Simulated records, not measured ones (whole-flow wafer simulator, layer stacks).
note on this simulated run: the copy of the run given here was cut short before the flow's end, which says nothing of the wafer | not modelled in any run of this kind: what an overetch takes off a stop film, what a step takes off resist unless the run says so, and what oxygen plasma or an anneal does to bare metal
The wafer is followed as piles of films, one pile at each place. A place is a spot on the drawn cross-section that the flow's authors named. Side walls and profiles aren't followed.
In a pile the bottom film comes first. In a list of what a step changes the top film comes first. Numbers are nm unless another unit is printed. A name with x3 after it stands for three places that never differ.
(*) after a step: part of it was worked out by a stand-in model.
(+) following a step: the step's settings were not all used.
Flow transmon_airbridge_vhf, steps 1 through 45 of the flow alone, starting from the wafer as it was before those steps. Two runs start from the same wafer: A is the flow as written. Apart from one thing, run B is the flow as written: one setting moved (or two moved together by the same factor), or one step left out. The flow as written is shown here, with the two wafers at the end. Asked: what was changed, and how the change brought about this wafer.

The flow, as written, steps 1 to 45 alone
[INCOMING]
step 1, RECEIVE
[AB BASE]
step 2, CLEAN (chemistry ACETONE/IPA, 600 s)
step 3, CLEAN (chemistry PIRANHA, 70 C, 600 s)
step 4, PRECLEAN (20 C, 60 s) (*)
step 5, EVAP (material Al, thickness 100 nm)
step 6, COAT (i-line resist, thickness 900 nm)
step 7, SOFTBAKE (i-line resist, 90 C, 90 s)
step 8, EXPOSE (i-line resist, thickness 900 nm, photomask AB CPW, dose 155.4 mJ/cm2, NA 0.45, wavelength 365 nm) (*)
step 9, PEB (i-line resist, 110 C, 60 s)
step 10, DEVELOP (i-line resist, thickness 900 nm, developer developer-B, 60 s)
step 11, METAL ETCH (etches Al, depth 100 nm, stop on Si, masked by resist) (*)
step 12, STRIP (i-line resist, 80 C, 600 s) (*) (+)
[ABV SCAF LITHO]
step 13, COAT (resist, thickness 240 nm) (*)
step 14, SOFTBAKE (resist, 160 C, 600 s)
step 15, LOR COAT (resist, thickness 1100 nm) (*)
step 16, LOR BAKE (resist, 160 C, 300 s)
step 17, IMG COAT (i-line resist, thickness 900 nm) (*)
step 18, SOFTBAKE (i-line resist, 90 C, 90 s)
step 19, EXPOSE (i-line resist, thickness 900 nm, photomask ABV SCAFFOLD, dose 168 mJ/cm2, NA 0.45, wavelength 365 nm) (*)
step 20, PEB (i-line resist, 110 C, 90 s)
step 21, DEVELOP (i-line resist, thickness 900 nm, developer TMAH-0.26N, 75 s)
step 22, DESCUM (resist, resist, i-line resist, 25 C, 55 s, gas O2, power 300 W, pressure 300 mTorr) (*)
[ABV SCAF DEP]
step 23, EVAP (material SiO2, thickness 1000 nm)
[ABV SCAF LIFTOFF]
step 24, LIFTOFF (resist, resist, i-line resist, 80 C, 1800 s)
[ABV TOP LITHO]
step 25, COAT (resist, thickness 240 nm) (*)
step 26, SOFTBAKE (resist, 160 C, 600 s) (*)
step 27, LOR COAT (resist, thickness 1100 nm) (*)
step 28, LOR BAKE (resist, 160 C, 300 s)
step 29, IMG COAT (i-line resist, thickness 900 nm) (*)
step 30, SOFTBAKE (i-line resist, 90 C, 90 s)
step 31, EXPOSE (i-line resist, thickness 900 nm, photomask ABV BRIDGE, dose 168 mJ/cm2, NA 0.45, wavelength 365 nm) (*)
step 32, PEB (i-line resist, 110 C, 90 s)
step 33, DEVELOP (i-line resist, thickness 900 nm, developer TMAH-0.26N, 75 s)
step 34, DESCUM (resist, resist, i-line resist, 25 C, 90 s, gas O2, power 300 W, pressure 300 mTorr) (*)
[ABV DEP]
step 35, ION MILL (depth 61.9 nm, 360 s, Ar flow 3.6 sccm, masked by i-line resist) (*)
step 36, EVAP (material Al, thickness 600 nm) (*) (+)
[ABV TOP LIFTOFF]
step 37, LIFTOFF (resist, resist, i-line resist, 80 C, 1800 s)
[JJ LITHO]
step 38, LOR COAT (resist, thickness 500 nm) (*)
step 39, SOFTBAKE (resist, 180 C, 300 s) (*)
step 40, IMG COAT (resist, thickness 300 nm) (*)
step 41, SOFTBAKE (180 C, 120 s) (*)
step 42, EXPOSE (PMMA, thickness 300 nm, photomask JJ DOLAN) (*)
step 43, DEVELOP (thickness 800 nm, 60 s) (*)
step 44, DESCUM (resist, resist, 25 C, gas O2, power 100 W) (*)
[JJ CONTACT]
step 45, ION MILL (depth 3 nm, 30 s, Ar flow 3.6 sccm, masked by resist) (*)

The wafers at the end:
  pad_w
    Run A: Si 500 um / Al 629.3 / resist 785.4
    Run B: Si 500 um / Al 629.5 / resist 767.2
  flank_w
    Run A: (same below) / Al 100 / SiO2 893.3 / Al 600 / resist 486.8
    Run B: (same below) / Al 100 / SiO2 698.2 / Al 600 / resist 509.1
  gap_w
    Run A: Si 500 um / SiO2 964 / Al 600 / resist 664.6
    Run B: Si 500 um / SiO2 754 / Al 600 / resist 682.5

Cause: step 23, EVAP: thickness 790 nm was run, while the flow as written has thickness 1000 nm.

Step by step, how the change led to this:
  step 23, EVAP (material SiO2, thickness 1000 nm)
      field x3, jj_line, ground_far and 10 more: A +1000 SiO2 (new film) | B +790 SiO2 (new film)
      flank_w, flank_e: A +929.3 SiO2 (new film) | B +734.2 SiO2 (new film)
  step 24, LIFTOFF (resist, resist, i-line resist, 80 C, 1800 s)
      field x3, jj_line, trace_open_s x2: A -1000 SiO2 (all of it), -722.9 i-line resist (all of it), -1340 resist (all of it) | B -790 SiO2 (all of it), -722.9 i-line resist (all of it), -1340 resist (all of it)
      pad_w, pad_e: A -1000 SiO2 (all of it), -718 i-line resist (all of it), -1330.2 resist (all of it) | B -790 SiO2 (all of it), -718 i-line resist (all of it), -1330.2 resist (all of it)
      (and at 1 other place as well)
  step 25, COAT (resist, thickness 240 nm) (*)
      flank_w, flank_e: A +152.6 resist (new film) | B +159.7 resist (new film)
      gap_w, gap_e: A +210.7 resist (new film) | B +219.8 resist (new film)
      (and at 6 other places as well)
  step 27, LOR COAT (resist, thickness 1100 nm) (*)
      gap_w, gap_e: A +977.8 resist | B +1006.8 resist
      margin_s, margin_n: A +823.4 resist | B +874.1 resist
      (and at 6 other places as well)
  step 29, IMG COAT (i-line resist, thickness 900 nm) (*)
      gap_w, gap_e: A +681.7 i-line resist (new film) | B +732.6 i-line resist (new film)
      margin_s, margin_n: A +603.2 i-line resist (new film) | B +669.7 i-line resist (new film)
      (and at 5 other places as well)
  step 32, PEB (i-line resist, 110 C, 90 s)
      flank_w, flank_e: A -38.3 i-line resist | B -40.4 i-line resist
      gap_w, gap_e: A -34.7 i-line resist | B -37.4 i-line resist
      (and at 5 other places as well)
  step 33, DEVELOP (i-line resist, thickness 900 nm, developer TMAH-0.26N, 75 s)
      gap_w, gap_e: A -646.9 i-line resist (all of it), -977.8 resist | B -695.2 i-line resist (all of it), -1006.8 resist
      pad_w: A -937.2 i-line resist (all of it), -1247.8 resist | B -919.5 i-line resist (all of it), -1215 resist
      (and at 5 other places as well)
  step 34, DESCUM (resist, resist, i-line resist, 25 C, 90 s, gas O2, power 300 W, pressure 300 mTorr) (*)
      flank_w, flank_e: A -152.6 resist (all of it) | B -159.7 resist (all of it)
      gap_w, gap_e: A -210.7 resist (all of it) | B -219.8 resist (all of it)
      (and at 4 other places as well)
  step 37, LIFTOFF (resist, resist, i-line resist, 80 C, 1800 s)
      margin_s, margin_n: A -600 Al (all of it), -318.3 i-line resist (all of it), -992 resist (all of it) | B -600 Al (all of it), -381.3 i-line resist (all of it), -1054.8 resist (all of it)
      ground_far: A -600 Al (all of it), -717.9 i-line resist (all of it), -1384.9 resist (all of it) | B -600 Al (all of it), -691.7 i-line resist (all of it), -1377.8 resist (all of it)
  step 38, LOR COAT (resist, thickness 500 nm) (*)
      pad_w, pad_e: A +517 resist (new film) | B +504.7 resist (new film)
      flank_w, flank_e: A +306.5 resist (new film) | B +322.2 resist (new film)
      (and at 3 other places as well)
  step 40, IMG COAT (resist, thickness 300 nm) (*)
      flank_w, flank_e: A +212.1 resist | B +218.7 resist
      gap_w, gap_e: A +245.7 resist | B +254.6 resist
      (and at 4 other places as well)
